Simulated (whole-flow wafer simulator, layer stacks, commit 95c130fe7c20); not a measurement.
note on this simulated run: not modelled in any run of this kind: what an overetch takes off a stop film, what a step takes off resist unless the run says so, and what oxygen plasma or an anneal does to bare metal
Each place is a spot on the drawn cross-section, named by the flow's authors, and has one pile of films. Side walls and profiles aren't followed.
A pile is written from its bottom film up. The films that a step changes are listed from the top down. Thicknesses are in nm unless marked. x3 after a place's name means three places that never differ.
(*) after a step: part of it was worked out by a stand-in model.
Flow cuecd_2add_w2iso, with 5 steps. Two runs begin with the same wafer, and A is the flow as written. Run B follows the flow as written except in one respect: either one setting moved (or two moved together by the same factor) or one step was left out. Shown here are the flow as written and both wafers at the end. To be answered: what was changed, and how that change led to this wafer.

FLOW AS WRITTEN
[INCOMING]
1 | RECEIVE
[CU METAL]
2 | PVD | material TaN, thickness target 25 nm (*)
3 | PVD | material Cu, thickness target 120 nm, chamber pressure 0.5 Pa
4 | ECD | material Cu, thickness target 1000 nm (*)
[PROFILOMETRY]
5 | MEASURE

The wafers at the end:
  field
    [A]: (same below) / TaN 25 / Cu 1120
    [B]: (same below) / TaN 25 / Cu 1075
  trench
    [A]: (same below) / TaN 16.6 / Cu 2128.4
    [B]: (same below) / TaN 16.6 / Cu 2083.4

What caused this: step 3, PVD: thickness target 75 nm was run, whereas the flow has thickness target 120 nm.

The path from the change to this, step by step:
  3 | PVD | material Cu, thickness target 120 nm, chamber pressure 0.5 Pa
      field: A Cu gains 120 (new film) | B Cu gains 75 (new film)
      trench: A Cu gains 80.8 (new film) | B Cu gains 50.7 (new film)
